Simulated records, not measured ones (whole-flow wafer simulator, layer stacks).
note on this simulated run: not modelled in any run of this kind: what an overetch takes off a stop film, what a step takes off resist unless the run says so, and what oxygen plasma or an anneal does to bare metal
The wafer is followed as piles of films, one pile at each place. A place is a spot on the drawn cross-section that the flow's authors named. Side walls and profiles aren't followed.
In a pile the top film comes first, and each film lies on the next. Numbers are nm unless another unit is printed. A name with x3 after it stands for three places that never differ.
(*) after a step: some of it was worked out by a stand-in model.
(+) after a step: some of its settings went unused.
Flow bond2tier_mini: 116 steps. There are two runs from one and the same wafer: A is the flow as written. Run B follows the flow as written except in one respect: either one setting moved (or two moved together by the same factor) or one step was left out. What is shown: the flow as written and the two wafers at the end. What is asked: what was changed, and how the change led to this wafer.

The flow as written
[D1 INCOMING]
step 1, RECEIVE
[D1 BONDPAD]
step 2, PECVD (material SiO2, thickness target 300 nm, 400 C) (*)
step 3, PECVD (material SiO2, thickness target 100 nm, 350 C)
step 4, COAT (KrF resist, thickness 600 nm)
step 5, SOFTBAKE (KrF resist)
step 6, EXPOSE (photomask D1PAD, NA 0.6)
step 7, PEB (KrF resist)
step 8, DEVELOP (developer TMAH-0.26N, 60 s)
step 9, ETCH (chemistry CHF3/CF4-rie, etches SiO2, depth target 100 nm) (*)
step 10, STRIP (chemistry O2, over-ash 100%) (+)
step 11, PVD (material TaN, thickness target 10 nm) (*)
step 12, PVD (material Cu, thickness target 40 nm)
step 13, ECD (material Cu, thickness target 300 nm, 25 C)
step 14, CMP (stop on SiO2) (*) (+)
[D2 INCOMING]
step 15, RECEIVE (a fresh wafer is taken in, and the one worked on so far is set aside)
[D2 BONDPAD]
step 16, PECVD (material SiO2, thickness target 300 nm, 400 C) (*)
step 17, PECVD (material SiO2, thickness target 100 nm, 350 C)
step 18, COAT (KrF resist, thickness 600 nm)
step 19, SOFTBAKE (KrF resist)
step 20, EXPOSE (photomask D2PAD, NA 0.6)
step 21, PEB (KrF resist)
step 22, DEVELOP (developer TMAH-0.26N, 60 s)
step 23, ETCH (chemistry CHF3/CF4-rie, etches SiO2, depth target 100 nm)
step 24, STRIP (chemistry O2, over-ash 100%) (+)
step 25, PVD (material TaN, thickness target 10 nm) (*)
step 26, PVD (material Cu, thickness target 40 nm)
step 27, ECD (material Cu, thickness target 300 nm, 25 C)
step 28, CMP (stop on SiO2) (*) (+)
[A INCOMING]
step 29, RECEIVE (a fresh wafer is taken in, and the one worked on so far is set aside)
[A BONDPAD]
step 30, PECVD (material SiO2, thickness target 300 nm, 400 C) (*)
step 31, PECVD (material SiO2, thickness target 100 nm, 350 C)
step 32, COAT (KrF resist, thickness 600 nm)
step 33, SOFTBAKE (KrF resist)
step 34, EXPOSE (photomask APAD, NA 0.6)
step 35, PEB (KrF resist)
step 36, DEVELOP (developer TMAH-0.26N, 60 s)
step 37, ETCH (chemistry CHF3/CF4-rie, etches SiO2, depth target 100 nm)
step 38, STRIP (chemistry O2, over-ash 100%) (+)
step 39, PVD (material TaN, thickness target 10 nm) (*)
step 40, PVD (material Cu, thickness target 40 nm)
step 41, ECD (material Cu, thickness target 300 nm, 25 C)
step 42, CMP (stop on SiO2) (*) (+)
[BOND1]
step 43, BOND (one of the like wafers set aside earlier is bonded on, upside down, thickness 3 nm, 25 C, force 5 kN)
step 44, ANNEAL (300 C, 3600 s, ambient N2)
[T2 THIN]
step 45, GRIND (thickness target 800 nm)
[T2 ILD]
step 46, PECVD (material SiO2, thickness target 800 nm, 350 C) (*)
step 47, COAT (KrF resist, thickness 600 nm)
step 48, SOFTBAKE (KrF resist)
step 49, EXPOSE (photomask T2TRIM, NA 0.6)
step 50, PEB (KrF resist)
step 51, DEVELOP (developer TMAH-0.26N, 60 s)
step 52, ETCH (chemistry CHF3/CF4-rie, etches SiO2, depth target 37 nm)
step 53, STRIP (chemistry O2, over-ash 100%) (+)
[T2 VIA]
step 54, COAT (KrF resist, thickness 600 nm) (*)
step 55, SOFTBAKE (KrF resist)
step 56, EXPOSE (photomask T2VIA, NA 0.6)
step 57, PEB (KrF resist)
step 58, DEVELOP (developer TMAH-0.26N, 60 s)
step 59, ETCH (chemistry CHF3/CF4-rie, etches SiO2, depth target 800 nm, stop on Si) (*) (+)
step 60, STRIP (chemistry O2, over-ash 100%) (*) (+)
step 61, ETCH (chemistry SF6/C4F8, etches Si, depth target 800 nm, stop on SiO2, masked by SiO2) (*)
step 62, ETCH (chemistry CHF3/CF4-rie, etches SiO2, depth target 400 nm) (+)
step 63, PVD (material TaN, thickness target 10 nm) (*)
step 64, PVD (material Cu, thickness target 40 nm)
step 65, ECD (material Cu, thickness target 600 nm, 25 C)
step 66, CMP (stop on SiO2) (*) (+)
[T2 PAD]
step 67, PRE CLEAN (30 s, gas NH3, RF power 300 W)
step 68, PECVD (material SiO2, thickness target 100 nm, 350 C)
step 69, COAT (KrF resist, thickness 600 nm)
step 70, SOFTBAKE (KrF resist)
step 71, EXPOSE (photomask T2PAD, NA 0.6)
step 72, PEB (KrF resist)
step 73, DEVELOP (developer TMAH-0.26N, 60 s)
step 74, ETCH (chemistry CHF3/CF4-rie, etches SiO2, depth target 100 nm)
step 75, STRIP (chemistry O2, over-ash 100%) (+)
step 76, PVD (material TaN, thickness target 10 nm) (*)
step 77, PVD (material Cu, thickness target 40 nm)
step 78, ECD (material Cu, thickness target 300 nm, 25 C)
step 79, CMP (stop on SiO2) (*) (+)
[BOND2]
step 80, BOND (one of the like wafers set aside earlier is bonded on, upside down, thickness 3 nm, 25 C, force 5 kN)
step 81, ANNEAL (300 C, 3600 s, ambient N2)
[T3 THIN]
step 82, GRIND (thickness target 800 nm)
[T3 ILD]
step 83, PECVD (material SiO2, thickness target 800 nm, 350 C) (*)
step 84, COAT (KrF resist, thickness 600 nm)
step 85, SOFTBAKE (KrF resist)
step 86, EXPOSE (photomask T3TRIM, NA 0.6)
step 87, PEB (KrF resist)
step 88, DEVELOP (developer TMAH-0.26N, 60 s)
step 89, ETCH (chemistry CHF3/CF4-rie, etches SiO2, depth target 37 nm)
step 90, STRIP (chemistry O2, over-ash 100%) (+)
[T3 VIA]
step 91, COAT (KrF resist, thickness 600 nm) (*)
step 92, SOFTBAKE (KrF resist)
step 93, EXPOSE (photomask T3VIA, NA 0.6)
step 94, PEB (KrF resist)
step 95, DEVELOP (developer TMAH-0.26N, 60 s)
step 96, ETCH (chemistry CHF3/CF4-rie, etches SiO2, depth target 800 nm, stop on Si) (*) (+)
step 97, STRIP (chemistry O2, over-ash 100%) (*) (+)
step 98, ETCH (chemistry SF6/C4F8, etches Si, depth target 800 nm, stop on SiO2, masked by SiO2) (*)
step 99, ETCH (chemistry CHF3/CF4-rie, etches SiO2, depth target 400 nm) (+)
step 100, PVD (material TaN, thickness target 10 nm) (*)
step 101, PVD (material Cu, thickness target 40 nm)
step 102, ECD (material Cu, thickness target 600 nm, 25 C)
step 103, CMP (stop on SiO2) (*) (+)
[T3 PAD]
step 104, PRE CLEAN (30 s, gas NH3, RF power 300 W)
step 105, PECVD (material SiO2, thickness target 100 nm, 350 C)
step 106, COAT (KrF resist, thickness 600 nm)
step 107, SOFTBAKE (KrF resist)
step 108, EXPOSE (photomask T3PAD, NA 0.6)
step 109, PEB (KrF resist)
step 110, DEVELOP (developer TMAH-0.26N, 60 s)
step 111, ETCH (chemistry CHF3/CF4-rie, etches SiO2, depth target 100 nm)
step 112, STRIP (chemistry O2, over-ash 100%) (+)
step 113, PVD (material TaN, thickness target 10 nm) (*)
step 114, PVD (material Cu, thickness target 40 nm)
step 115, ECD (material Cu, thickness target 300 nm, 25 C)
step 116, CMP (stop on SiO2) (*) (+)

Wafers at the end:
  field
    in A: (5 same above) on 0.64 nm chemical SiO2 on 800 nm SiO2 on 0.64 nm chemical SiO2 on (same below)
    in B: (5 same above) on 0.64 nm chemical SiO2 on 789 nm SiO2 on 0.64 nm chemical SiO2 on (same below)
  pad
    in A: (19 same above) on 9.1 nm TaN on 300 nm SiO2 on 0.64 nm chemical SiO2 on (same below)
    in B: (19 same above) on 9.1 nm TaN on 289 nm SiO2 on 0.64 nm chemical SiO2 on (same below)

The reason: step 31, PECVD: thickness target 89 nm was run, though the flow has thickness target 100 nm.

The path from the change to this, step by step:
  step 31, PECVD (material SiO2, thickness target 100 nm, 350 C)
      field, pad, via: A +100 SiO2 | B +89 SiO2
